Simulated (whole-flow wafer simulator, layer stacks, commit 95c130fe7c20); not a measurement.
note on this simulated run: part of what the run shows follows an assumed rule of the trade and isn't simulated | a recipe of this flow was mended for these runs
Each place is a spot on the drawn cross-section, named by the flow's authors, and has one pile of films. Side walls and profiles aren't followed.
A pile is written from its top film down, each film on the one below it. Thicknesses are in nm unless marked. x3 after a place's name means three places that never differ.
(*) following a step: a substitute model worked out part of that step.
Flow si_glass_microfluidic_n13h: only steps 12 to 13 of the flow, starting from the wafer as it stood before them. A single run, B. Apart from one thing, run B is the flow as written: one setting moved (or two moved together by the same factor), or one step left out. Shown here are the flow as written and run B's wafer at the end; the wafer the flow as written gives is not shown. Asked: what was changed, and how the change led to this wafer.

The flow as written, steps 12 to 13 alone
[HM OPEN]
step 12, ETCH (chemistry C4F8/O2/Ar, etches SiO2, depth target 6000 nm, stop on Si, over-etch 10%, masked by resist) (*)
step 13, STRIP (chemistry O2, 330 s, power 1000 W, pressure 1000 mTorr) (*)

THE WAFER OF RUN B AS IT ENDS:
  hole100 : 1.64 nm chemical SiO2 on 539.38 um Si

What caused this: step 12, ETCH: depth target 6750 nm was run, whereas the flow has depth target 6000 nm.

Step by step, how the change led to this:
  step 12, ETCH (chemistry C4F8/O2/Ar, etches SiO2, depth target 6000 nm, stop on Si, over-etch 10%, masked by resist) (*)
      land: thick-i-line-resist loses 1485 (as written it would have been: thick-i-line-resist loses 1320)
      hole100: SiO2 loses 6000 (all of it), Si loses 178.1 (as written it would have been: SiO2 loses 6000 (all of it), Si loses 75)
  step 13, STRIP (chemistry O2, 330 s, power 1000 W, pressure 1000 mTorr) (*)
      land: thick-i-line-resist loses 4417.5 (all of it) (as written it would have been: thick-i-line-resist loses 4582.5 (all of it))
